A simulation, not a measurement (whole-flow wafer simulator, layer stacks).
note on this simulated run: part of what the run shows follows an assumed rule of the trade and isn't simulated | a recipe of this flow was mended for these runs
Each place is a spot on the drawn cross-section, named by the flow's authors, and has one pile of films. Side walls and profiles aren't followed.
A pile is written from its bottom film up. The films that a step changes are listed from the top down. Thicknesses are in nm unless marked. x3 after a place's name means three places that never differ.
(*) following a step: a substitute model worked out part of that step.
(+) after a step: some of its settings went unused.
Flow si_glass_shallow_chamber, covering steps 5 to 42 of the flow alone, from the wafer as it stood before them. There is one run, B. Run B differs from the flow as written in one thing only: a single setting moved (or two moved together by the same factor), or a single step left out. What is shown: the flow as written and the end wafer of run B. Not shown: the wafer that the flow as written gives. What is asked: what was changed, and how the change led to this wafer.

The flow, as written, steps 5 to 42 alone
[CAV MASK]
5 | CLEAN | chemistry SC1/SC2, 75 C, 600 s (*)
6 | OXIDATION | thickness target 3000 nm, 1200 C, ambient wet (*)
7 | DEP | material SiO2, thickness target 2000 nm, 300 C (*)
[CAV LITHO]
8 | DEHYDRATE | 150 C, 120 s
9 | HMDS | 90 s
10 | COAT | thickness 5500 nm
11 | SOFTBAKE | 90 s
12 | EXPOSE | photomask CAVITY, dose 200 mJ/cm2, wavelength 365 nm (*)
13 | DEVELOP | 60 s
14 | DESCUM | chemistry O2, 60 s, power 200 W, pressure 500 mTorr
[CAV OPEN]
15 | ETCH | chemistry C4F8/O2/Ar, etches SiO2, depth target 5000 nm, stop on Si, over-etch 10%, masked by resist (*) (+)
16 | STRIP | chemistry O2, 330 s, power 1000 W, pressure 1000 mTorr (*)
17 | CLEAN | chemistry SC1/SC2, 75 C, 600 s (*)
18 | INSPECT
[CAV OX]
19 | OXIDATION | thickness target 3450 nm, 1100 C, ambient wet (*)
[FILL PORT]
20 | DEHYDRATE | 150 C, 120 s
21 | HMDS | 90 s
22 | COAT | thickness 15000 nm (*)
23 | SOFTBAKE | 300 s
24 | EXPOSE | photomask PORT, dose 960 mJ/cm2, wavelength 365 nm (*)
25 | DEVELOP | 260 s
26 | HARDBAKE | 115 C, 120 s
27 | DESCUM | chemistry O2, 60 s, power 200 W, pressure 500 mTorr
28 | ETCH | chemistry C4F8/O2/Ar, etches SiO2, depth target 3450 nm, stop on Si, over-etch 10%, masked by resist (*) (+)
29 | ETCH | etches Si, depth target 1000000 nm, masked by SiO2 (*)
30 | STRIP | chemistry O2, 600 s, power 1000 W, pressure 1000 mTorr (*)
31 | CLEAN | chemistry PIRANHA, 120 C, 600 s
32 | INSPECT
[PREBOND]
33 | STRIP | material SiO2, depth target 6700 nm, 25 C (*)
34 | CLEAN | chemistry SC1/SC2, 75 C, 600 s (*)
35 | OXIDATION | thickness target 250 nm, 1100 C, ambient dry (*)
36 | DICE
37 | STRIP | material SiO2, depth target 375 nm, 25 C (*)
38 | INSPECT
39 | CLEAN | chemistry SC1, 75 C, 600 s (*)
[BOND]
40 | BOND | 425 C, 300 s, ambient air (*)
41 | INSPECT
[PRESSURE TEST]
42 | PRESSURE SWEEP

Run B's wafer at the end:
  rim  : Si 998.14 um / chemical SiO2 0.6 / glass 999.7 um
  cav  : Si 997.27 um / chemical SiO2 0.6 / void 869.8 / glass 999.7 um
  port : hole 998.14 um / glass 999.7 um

Cause: step 7, DEP: thickness target 3100 nm was run, whereas the flow has thickness target 2000 nm.

How this came from the change, step by step:
  7 | DEP | material SiO2, thickness target 2000 nm, 300 C (*)
      rim, ramp, cav, port, septum, ring: +3100 SiO2 (it would be, as written: +2000 SiO2)
  15 | ETCH | chemistry C4F8/O2/Ar, etches SiO2, depth target 5000 nm, stop on Si, over-etch 10%, masked by resist (*) (+)
      cav, port: -5500 SiO2 (it would be, as written: -5000 SiO2 (all of it), -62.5 Si)
  16 | STRIP | chemistry O2, 330 s, power 1000 W, pressure 1000 mTorr (*)
      cav, port: nothing (it would be, as written: +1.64 chemical SiO2 (new film), -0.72 Si)
  17 | CLEAN | chemistry SC1/SC2, 75 C, 600 s (*)
      cav, port: -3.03 SiO2 (it would be, as written: -1.04 chemical SiO2, -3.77 Si)
  19 | OXIDATION | thickness target 3450 nm, 1100 C, ambient wet (*)
      cav, port: +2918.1 SiO2, -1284 Si (it would be, as written: +3450 SiO2 (new film), -0.6 chemical SiO2 (all of it), -1517.7 Si)
      rim, ramp, septum, ring: +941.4 SiO2, -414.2 Si (it would be, as written: +1110.9 SiO2, -488.8 Si)
  22 | COAT | thickness 15000 nm (*)
      rim: +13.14 um thick-i-line-resist (new film) (it would be, as written: +13.4 um thick-i-line-resist (new film))
      ramp: +12.55 um thick-i-line-resist (new film) (it would be, as written: +12.89 um thick-i-line-resist (new film))
      (also at 4 further places)
  23 | SOFTBAKE | 300 s
      rim: -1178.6 thick-i-line-resist (it would be, as written: -997 thick-i-line-resist)
      ramp: -584.5 thick-i-line-resist (it would be, as written: -487.1 thick-i-line-resist)
      (also at 4 further places)
  25 | DEVELOP | 260 s
      port: -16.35 um thick-i-line-resist (all of it) (it would be, as written: -16.16 um thick-i-line-resist (all of it))
  26 | HARDBAKE | 115 C, 120 s
      rim, ramp: -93 thick-i-line-resist (it would be, as written: -98.2 thick-i-line-resist)
  28 | ETCH | chemistry C4F8/O2/Ar, etches SiO2, depth target 3450 nm, stop on Si, over-etch 10%, masked by resist (*) (+)
      port: -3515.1 SiO2 (all of it), -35 Si (it would be, as written: -3450 SiO2 (all of it), -43.1 Si)
  29 | ETCH | etches Si, depth target 1000000 nm, masked by SiO2 (*)
      rim, ramp: -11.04 um thick-i-line-resist (all of it), -1850.3 SiO2 (it would be, as written: -11.47 um thick-i-line-resist (all of it), -1617.3 SiO2)
      port: +997.36 um hole (new film), -997.36 um Si (all of it) (it would be, as written: +997.05 um hole (new film), -997.05 um Si (all of it))
      (also at 2 further places)
  30 | STRIP | chemistry O2, 600 s, power 1000 W, pressure 1000 mTorr (*)
      cav: -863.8 thick-i-line-resist (all of it) (it would be, as written: -669.6 thick-i-line-resist (all of it))
  33 | STRIP | material SiO2, depth target 6700 nm, 25 C (*)
      rim, ramp: -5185 SiO2 (all of it) (it would be, as written: -4487.5 SiO2 (all of it))
      septum: -6642.8 SiO2 (all of it) (it would be, as written: -5732.1 SiO2 (all of it))
      (also at 1 further place)
  40 | BOND | 425 C, 300 s, ambient air (*)
      cav: +999.7 um glass (new film), +869.8 void (new film) (it would be, as written: +999.7 um glass (new film), +1095.9 void (new film))
      port: +999.7 um glass (new film), +782.9 hole (it would be, as written: +999.7 um glass (new film), +1017.3 hole)
